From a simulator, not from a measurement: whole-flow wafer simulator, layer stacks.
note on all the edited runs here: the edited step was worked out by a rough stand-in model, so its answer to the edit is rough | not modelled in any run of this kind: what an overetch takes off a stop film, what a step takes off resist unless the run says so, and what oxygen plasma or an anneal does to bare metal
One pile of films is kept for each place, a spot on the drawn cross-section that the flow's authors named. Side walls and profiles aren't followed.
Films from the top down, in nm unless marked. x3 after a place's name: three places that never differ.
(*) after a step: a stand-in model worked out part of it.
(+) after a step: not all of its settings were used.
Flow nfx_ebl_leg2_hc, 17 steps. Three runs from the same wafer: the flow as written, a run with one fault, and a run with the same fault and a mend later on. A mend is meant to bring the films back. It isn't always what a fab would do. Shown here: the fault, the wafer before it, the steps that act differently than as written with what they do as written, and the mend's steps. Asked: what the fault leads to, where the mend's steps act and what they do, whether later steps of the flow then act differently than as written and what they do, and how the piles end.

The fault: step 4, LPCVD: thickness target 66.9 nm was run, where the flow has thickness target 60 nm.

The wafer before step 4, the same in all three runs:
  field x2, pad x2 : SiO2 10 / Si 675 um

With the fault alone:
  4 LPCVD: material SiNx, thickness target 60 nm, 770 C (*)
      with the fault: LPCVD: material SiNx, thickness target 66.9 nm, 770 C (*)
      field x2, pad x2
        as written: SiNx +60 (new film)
        with the fault: SiNx +66.9 (new film)
  Later steps of the flow that act differently than as written:
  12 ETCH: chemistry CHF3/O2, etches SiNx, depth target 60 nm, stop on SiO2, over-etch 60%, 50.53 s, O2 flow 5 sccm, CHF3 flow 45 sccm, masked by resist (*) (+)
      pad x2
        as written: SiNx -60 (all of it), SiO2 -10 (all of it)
        with the fault: SiNx -66.9 (all of it), SiO2 -10 (all of it)
  At the end the piles differ from the flow's by more than 2% or 0.5 nm, whichever is larger, at field x2.
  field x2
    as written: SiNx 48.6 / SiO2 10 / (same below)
    with the fault: SiNx 55.5 / SiO2 10 / (same below)

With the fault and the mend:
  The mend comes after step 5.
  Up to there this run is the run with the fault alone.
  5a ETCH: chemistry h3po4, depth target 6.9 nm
      field x2, pad x2
        SiNx -6.9
  No later step of the flow acts differently than as written at any place that is followed.
  At the end the piles are the same as the flow's at every place that both follow.
